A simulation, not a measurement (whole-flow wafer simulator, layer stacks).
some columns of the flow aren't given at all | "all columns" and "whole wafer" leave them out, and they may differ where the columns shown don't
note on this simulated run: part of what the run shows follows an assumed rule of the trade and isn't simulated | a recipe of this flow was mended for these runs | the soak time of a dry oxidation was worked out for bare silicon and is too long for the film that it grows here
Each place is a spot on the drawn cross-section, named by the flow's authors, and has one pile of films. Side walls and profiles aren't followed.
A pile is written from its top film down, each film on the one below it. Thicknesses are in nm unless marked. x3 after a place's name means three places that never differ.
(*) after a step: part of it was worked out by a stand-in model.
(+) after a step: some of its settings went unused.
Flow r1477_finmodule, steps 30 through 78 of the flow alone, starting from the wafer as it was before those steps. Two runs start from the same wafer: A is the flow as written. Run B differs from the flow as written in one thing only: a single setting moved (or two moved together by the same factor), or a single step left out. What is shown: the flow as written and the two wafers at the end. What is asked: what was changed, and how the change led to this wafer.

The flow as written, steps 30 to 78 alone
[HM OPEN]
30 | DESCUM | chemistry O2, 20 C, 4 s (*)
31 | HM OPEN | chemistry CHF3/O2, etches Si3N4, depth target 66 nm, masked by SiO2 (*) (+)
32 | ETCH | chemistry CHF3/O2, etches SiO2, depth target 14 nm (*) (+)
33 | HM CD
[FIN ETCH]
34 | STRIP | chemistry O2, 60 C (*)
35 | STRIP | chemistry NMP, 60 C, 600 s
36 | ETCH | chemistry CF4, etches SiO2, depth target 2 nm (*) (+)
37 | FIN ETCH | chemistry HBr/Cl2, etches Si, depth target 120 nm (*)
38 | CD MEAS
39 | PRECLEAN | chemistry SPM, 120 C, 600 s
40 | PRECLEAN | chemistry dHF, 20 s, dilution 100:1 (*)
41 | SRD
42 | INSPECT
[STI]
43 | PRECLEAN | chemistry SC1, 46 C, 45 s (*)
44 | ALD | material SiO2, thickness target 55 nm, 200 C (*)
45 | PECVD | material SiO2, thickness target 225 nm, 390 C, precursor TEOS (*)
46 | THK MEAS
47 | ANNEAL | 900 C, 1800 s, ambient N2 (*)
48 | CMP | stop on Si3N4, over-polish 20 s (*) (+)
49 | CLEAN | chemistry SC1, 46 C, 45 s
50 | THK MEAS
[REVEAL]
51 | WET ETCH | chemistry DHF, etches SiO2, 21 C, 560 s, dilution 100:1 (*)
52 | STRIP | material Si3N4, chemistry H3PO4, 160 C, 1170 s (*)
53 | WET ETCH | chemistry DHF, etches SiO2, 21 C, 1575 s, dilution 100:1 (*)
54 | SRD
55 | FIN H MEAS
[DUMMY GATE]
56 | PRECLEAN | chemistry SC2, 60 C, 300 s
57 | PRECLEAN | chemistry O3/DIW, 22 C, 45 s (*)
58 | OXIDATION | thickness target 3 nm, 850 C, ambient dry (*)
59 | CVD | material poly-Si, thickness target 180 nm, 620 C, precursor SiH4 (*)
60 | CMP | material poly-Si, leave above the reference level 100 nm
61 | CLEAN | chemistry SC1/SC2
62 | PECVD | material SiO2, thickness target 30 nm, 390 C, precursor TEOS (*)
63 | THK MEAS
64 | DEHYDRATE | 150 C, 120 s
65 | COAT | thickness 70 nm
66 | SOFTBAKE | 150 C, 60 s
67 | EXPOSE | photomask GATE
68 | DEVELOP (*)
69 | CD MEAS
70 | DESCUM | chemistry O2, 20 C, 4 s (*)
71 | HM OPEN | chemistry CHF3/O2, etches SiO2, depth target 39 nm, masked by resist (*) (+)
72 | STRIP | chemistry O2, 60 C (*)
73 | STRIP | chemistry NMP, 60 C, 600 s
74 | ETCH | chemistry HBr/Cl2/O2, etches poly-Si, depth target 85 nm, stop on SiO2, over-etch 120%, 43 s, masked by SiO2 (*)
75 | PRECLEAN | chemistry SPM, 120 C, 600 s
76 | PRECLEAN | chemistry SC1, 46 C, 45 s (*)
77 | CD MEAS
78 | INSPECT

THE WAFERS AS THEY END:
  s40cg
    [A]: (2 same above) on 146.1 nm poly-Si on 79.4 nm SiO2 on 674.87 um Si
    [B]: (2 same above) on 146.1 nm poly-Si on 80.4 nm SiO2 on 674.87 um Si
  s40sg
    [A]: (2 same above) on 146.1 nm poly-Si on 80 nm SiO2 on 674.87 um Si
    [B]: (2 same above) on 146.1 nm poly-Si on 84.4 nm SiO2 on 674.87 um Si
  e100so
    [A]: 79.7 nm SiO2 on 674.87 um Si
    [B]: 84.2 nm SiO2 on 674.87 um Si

What caused this: step 31, HM OPEN: depth target 75.9 nm was run, whereas the flow has depth target 66 nm.

How this came from the change, step by step:
  31 | HM OPEN | chemistry CHF3/O2, etches Si3N4, depth target 66 nm, masked by SiO2 (*) (+)
      pad, padg, esg and 13 more: A Si3N4 loses 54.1 (all of it), SiO2 loses 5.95 | B Si3N4 loses 54.1 (all of it), SiO2 loses 10 (all of it), Si loses 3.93
      elg, e40lg, e100lg, e200lg, elo, e40lo, e100lo, e200lo: A e-beam-resist loses 66 | B e-beam-resist loses 75.9
      (and at 12 other places as well)
  32 | ETCH | chemistry CHF3/O2, etches SiO2, depth target 14 nm (*) (+)
      pad, padg: A SiO2 loses 4.05 (all of it), Si loses 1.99 | B Si loses 2.8
      esg, eso: A SiO2 loses 4.05 (all of it), Si loses 1.99 | B Si loses 2.31
      (and at 18 other places as well)
  34 | STRIP | chemistry O2, 60 C (*)
      elg, e40lg, e100lg, e200lg, elo, e40lo, e100lo, e200lo: A e-beam-resist loses 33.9 (all of it) | B e-beam-resist loses 24 (all of it)
  44 | ALD | material SiO2, thickness target 55 nm, 200 C (*)
      e200sg, e200so: A SiO2 gains 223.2 (new film) | B SiO2 gains 227.8 (new film)
  48 | CMP | stop on Si3N4, over-polish 20 s (*) (+)
      pad, padg: A SiO2 loses 79.4 | B SiO2 loses 74.7
